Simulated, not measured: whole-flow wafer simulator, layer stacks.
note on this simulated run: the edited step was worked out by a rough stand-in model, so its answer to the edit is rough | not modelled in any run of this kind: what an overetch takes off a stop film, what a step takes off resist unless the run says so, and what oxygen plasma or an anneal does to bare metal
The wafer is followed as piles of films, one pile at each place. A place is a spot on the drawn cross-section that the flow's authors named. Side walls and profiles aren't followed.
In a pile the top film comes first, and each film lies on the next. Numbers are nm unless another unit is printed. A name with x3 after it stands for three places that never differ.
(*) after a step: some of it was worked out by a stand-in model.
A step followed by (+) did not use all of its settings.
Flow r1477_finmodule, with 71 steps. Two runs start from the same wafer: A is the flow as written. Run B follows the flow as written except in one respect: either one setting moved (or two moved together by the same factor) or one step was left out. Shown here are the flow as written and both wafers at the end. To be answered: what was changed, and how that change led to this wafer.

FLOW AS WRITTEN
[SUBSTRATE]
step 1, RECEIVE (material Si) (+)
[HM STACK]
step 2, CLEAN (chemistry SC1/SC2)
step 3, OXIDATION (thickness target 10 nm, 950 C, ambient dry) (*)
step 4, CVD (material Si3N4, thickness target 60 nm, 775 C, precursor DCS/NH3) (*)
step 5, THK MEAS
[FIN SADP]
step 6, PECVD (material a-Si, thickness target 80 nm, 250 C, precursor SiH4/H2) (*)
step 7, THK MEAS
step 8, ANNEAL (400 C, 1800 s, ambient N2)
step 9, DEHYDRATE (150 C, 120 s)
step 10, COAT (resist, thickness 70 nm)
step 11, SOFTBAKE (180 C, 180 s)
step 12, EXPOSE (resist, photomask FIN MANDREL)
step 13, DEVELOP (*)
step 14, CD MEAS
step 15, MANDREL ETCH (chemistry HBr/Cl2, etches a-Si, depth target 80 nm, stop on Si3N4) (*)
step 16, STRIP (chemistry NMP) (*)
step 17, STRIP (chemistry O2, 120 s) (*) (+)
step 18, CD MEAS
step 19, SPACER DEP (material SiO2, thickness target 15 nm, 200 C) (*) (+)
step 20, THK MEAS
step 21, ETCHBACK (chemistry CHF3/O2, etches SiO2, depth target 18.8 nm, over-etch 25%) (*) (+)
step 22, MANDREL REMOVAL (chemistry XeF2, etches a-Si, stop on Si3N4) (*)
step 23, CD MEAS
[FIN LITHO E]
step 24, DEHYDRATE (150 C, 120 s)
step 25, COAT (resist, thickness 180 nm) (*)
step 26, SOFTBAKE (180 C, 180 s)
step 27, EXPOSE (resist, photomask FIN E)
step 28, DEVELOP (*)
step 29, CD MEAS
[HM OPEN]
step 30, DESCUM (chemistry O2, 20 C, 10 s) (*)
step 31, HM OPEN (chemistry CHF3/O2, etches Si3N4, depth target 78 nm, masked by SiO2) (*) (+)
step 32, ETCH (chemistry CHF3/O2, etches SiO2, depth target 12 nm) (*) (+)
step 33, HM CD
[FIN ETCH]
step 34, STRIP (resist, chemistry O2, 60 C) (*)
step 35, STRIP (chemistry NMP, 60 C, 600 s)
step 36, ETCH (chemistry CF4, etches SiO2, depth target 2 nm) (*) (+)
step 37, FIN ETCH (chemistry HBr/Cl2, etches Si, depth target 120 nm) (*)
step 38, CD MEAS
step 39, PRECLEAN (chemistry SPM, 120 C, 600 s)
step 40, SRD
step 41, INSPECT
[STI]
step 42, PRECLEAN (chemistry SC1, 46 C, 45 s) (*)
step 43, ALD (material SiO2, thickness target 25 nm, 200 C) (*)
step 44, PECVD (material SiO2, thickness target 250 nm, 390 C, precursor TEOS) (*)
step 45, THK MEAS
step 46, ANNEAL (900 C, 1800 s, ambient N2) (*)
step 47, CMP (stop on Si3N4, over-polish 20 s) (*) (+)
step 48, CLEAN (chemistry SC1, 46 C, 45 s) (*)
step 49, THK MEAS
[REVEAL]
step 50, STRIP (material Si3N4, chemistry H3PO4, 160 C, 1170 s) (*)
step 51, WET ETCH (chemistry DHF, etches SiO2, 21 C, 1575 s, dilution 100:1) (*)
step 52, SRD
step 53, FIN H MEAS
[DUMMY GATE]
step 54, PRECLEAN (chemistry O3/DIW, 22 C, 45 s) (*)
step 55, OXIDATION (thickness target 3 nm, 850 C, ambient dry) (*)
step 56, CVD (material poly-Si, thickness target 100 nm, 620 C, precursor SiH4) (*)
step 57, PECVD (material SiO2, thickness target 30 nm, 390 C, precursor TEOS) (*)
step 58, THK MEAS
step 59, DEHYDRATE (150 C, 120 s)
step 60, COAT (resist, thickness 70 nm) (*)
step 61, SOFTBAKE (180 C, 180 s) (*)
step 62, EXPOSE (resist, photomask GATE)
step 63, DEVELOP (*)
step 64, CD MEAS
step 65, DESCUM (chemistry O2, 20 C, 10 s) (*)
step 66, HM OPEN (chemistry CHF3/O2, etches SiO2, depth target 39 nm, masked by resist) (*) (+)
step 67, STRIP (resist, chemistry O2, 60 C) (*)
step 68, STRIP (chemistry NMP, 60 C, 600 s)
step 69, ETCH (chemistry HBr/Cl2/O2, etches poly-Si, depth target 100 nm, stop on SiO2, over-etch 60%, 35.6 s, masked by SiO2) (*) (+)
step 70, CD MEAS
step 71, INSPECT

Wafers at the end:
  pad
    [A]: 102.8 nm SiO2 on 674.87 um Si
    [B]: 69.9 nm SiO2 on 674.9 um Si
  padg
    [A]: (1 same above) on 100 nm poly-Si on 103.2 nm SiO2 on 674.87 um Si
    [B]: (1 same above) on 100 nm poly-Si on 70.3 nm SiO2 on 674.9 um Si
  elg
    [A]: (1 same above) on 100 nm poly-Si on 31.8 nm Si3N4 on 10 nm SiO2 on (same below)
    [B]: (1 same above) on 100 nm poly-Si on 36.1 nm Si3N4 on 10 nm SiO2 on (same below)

What caused this: step 37, FIN ETCH: depth target 87 nm was run, though the flow has depth target 120 nm.

The path from the change to this, step by step:
  step 37, FIN ETCH (chemistry HBr/Cl2, etches Si, depth target 120 nm) (*)
      pad, padg, esg and 19 more: A -120 Si | B -87 Si
      elg, e40lg, e100lg, e200lg, elo, e40lo, e100lo, e200lo: A -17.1 Si3N4 | B -12.4 Si3N4
      (as well as at 6 more places)
  step 43, ALD (material SiO2, thickness target 25 nm, 200 C) (*)
      s40cg, s45cg, s50cg, s40co, s45co, s50co: A +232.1 SiO2 (new film) | B +201.6 SiO2 (new film)
      esg: A +194.3 SiO2 (new film) | B +166 SiO2 (new film)
  step 47, CMP (stop on Si3N4, over-polish 20 s) (*) (+)
      pad, padg, e40sg and 11 more: A -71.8 SiO2 | B -104.8 SiO2
      eso: A -72.4 SiO2 | B -105.4 SiO2
  step 51, WET ETCH (chemistry DHF, etches SiO2, 21 C, 1575 s, dilution 100:1) (*)
      elg, e40lg, e100lg, e200lg, elo, e40lo, e100lo, e200lo: A -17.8 SiO2 (all of it), -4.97 Si3N4 | B -13.1 SiO2 (all of it), -5.35 Si3N4
  step 56, CVD (material poly-Si, thickness target 100 nm, 620 C, precursor SiH4) (*)
      esg: A +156 poly-Si (new film) | B +160.3 poly-Si (new film)
  step 60, COAT (resist, thickness 70 nm) (*)
      e40sg, eso, e40so: A +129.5 resist (new film) | B +133.5 resist (new film)
      e100sg, e100so: A +129.4 resist (new film) | B +133.5 resist (new film)
      (as well as at 2 more places)
  step 63, DEVELOP (*)
      eso, e40so: A -129.5 resist (all of it) | B -133.5 resist (all of it)
      e100so: A -129.4 resist (all of it) | B -133.5 resist (all of it)
      (as well as at 1 more place)
  step 67, STRIP (resist, chemistry O2, 60 C) (*)
      e40sg: A -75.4 resist (all of it) | B -79.4 resist (all of it)
      e100sg: A -75.3 resist (all of it) | B -79.4 resist (all of it)
      (as well as at 1 more place)
